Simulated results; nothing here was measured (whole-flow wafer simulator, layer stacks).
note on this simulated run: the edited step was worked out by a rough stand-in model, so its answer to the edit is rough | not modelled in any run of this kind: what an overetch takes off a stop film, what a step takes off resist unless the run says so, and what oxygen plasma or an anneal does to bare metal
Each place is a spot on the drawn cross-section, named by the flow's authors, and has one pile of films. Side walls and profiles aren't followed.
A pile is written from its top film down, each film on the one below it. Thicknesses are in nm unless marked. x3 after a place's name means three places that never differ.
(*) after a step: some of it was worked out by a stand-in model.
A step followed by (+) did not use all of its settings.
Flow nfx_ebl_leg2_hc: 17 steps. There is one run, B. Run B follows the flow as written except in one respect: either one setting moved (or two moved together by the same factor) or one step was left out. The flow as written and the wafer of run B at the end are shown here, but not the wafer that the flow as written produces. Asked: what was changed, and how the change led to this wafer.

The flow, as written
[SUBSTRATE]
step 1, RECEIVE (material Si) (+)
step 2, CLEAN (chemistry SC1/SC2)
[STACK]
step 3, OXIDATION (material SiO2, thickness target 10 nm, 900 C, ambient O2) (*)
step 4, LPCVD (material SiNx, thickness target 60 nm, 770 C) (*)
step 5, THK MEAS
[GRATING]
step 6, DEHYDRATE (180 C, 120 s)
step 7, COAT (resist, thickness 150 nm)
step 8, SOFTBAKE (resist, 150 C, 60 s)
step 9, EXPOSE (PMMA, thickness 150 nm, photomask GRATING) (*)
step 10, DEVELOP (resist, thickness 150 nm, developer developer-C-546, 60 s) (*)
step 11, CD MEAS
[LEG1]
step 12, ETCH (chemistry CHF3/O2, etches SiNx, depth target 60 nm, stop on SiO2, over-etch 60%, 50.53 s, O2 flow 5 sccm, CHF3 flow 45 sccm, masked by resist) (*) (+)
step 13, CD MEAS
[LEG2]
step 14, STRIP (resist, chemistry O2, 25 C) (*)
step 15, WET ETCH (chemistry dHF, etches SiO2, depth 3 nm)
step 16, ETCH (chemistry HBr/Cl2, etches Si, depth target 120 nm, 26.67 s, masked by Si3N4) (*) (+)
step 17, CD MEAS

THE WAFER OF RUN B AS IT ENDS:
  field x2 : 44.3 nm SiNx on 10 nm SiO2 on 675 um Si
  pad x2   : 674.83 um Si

Cause: step 16, ETCH: depth target 165 nm was run, while the flow as written has depth target 120 nm; step 16, ETCH: 36.67 s was run, where the flow has 26.67 s.

Step by step, how the change led to this:
  step 16, ETCH (chemistry HBr/Cl2, etches Si, depth target 120 nm, 26.67 s, masked by Si3N4) (*) (+)
      field x2: SiNx loses 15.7 (it would be, as written: SiNx loses 11.4)
      pad x2: Si loses 165 (it would be, as written: Si loses 120)
